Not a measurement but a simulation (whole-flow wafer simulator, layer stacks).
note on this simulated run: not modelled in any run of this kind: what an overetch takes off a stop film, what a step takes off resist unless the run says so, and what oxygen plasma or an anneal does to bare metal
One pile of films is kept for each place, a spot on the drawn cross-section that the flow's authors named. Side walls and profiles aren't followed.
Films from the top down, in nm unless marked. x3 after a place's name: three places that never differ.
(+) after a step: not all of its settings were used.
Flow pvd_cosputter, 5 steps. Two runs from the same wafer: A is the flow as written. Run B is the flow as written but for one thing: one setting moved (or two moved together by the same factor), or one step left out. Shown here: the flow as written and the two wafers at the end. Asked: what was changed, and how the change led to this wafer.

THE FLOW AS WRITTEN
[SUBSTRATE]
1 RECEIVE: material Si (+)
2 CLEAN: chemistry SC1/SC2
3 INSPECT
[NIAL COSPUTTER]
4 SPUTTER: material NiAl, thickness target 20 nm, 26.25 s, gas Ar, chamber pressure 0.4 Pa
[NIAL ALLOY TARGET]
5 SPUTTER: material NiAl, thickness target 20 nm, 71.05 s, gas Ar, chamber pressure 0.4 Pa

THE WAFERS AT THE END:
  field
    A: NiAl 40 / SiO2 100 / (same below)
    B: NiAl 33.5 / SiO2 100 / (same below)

The cause: step 4, SPUTTER: thickness target 13.5 nm was run, where the flow has thickness target 20 nm.

How the change led to this, step by step:
  4 SPUTTER: material NiAl, thickness target 20 nm, 26.25 s, gas Ar, chamber pressure 0.4 Pa
      field: A NiAl +20 (new film) | B NiAl +13.5 (new film)
